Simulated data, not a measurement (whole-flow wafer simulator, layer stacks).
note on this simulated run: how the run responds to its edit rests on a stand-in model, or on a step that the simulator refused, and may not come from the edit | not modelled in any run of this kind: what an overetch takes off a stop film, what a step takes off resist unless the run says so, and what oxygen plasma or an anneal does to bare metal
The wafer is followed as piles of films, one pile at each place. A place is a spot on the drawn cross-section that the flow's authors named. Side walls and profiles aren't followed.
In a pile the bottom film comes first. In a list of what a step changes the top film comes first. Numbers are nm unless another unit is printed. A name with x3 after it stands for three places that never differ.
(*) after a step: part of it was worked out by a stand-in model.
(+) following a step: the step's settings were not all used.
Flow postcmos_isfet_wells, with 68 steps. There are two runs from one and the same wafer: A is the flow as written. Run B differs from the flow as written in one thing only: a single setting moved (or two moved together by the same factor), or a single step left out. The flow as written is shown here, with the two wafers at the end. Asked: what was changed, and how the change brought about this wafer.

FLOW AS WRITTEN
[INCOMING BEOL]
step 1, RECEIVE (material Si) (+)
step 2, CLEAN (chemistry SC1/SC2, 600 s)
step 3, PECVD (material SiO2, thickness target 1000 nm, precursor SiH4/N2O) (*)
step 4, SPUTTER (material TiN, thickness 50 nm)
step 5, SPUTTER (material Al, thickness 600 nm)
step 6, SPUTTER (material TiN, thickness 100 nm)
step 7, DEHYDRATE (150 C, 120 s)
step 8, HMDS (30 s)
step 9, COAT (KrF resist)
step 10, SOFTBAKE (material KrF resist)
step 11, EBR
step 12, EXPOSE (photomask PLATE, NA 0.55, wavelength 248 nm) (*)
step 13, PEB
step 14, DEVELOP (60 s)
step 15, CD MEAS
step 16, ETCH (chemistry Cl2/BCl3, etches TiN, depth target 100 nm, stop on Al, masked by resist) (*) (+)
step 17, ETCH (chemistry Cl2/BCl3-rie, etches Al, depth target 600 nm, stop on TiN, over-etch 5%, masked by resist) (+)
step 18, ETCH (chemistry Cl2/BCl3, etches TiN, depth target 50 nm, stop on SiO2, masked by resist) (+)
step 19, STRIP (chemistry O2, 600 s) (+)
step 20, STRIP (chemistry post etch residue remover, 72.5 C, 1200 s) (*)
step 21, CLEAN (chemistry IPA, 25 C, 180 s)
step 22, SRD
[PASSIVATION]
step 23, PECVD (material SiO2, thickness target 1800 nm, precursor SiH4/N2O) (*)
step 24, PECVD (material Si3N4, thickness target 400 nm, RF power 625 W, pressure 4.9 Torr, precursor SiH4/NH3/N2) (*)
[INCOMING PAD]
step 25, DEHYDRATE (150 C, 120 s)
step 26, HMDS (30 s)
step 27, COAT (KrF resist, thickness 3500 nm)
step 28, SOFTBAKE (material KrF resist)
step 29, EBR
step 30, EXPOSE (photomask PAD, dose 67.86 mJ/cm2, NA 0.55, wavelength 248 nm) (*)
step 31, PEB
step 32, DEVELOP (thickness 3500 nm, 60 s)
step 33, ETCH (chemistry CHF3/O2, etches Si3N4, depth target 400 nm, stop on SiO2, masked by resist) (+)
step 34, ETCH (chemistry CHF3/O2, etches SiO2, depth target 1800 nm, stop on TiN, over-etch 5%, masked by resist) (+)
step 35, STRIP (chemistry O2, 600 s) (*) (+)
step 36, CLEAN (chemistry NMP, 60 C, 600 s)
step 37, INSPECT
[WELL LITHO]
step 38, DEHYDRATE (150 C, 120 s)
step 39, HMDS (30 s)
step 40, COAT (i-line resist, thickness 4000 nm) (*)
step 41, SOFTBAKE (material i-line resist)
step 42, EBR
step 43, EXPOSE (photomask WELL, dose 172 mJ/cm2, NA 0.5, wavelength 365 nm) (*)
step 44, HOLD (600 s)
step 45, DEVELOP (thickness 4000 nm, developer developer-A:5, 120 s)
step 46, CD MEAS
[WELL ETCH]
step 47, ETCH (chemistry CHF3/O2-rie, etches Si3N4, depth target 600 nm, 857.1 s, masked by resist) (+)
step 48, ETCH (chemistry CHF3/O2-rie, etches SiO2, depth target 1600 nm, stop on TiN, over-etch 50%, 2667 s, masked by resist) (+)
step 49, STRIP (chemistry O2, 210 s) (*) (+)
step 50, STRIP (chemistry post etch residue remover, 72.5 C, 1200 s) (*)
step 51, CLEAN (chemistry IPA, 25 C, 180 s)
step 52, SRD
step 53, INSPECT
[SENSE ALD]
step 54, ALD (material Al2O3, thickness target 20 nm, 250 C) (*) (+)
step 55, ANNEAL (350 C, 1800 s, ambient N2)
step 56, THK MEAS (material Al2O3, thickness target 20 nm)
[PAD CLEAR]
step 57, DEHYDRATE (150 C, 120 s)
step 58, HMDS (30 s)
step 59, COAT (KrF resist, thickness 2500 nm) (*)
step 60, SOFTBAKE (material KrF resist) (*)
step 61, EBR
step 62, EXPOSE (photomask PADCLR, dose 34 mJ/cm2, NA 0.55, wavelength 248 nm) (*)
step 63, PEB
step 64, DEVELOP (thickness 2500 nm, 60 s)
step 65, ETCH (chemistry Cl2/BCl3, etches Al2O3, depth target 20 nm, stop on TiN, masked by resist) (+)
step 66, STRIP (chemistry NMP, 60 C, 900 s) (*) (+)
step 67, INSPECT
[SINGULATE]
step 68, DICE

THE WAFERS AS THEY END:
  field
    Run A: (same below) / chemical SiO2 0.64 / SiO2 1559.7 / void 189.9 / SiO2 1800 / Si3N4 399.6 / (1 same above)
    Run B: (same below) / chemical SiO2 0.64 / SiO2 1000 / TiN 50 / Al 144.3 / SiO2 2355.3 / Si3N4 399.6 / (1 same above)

The reason: step 17, ETCH: depth target 400 nm was run, whereas the flow has depth target 600 nm.

How this came from the change, step by step:
  step 17, ETCH (chemistry Cl2/BCl3-rie, etches Al, depth target 600 nm, stop on TiN, over-etch 5%, masked by resist) (+)
      field: A -600 Al (all of it) | B -400 Al
      margin, well900, well1300, well2000, well3000, pad_rim, pad_clr, pad_open: A -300 KrF resist | B -200 KrF resist
  step 18, ETCH (chemistry Cl2/BCl3, etches TiN, depth target 50 nm, stop on SiO2, masked by resist) (+)
      field: A -50 TiN (all of it) | B -50 Al
  step 19, STRIP (chemistry O2, 600 s) (+)
      margin, well900, well1300, well2000, well3000, pad_rim, pad_clr, pad_open: A -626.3 KrF resist (all of it) | B -726.3 KrF resist (all of it)
  step 20, STRIP (chemistry post etch residue remover, 72.5 C, 1200 s) (*)
      field: A nothing | B -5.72 Al
  step 23, PECVD (material SiO2, thickness target 1800 nm, precursor SiH4/N2O) (*)
      field: A +1800 SiO2 (new film), +189.9 void (new film), +559.7 SiO2 | B +2355.3 SiO2 (new film)
Taking metal films that touch as one body, field has 1 body; the flow as written gives 0 bodies.
